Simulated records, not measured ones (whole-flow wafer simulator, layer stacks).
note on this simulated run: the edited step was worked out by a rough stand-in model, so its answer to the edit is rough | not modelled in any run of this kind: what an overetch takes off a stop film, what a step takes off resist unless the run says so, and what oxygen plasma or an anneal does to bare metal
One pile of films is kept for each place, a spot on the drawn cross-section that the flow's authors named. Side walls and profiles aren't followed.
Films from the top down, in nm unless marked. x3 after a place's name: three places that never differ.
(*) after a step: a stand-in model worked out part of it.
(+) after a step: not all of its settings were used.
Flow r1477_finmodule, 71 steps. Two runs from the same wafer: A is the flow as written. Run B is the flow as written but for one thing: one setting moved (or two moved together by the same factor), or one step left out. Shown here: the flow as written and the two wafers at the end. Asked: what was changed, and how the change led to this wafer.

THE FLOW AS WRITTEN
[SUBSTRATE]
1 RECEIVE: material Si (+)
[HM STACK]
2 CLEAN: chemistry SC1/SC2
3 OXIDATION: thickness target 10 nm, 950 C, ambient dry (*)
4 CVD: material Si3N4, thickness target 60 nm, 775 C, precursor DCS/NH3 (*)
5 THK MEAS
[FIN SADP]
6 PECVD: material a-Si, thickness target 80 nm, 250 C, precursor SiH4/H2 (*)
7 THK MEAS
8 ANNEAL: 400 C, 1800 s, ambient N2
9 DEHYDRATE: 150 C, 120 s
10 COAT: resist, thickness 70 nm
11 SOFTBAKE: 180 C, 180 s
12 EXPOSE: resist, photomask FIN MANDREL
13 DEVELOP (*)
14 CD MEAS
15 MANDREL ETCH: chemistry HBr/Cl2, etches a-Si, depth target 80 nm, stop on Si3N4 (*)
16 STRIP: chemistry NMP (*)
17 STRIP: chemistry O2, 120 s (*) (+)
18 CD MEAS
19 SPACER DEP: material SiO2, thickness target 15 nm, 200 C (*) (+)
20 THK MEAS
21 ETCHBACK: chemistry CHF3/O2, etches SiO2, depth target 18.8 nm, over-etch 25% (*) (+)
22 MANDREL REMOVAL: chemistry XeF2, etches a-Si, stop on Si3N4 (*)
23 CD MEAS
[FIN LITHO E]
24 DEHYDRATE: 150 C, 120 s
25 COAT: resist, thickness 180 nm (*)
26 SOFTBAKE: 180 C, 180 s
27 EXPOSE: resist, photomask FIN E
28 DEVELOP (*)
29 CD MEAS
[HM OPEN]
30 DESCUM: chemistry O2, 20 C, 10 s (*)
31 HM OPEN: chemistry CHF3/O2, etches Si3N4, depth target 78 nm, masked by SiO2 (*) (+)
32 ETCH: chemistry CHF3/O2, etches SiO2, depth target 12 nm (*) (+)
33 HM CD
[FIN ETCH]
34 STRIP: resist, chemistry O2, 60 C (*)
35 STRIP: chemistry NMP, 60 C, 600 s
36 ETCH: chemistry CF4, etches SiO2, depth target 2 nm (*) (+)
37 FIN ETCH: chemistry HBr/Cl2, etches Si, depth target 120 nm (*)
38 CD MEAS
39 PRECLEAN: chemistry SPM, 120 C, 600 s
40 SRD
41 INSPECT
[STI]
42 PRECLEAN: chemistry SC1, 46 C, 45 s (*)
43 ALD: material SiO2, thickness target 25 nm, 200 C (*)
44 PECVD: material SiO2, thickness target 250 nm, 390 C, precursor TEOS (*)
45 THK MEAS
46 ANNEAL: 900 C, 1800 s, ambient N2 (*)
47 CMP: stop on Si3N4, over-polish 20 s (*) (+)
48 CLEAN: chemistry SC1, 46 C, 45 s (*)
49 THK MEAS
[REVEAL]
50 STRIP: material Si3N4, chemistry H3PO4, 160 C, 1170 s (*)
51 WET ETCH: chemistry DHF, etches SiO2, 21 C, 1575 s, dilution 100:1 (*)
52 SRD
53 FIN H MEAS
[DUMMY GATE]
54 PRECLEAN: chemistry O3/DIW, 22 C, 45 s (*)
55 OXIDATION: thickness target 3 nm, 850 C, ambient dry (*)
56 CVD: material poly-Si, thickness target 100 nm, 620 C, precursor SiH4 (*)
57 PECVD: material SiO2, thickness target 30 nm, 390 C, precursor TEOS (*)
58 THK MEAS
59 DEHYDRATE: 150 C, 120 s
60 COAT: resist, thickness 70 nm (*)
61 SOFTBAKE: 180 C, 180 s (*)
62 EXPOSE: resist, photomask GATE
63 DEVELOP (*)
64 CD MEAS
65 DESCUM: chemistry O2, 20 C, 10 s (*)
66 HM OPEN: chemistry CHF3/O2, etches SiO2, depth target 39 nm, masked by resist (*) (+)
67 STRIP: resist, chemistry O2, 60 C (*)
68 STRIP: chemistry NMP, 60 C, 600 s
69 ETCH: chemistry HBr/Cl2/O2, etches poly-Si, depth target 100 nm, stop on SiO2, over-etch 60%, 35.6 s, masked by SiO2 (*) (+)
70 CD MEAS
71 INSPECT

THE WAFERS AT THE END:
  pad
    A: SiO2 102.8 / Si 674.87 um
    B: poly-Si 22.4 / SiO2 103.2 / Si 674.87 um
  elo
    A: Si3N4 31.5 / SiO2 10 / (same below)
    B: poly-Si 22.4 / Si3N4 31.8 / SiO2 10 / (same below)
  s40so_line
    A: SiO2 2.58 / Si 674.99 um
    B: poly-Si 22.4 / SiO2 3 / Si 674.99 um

The cause: step 69, ETCH: depth target 47 nm was run, where the flow has depth target 100 nm; step 69, ETCH: 16.7 s was run, where the flow has 35.6 s.

How the change led to this, step by step:
  69 ETCH: chemistry HBr/Cl2/O2, etches poly-Si, depth target 100 nm, stop on SiO2, over-etch 60%, 35.6 s, masked by SiO2 (*) (+)
      pad, eso, e40so and 8 more: A chemical SiO2 -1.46 (all of it), poly-Si -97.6 (all of it), SiO2 -0.42 | B chemical SiO2 -1.46 (all of it), poly-Si -75.2
      elo, e40lo, e100lo, e200lo: A chemical SiO2 -1.46 (all of it), poly-Si -97.6 (all of it), Si3N4 -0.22 | B chemical SiO2 -1.46 (all of it), poly-Si -75.2
      (and at 21 more places)
